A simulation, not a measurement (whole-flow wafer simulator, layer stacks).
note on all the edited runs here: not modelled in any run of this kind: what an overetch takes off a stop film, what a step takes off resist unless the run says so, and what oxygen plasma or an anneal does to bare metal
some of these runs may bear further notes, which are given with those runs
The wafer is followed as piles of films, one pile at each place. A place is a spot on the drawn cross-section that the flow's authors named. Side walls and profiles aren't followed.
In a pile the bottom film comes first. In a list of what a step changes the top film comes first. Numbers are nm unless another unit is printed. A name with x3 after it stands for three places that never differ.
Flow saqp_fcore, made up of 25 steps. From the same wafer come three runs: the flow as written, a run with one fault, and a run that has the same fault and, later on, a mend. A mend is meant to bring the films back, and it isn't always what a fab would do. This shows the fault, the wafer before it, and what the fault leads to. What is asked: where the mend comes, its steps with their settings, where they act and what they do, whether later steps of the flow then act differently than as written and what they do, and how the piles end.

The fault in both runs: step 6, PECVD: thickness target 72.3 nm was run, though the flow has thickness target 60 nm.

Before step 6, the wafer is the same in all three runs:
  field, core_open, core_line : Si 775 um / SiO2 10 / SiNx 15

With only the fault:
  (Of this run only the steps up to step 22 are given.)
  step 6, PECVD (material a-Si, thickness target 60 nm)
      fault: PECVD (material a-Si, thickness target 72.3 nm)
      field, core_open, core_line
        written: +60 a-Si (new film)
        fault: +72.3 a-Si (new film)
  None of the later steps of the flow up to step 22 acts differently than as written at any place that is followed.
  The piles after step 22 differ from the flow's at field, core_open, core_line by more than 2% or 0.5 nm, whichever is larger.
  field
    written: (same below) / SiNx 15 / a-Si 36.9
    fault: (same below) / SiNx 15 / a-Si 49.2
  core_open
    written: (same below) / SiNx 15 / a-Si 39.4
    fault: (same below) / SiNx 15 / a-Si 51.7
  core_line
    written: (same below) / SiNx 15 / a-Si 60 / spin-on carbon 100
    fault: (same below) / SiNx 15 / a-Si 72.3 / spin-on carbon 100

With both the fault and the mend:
  After step 7 comes the mend.
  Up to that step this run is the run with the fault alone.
  step 7a, ETCH (chemistry tmah, depth target 83.14 nm)
      field, core_open, core_line
        -72.3 a-Si (all of it)
  step 7b, PECVD (material a-Si, thickness target 60 nm) (the flow's step 6 again)
      field, core_open, core_line
        +60 a-Si (new film)
  None of the later steps of the flow acts differently than as written at any place that is followed.
  The piles end the same as the flow's at every place that both follow.
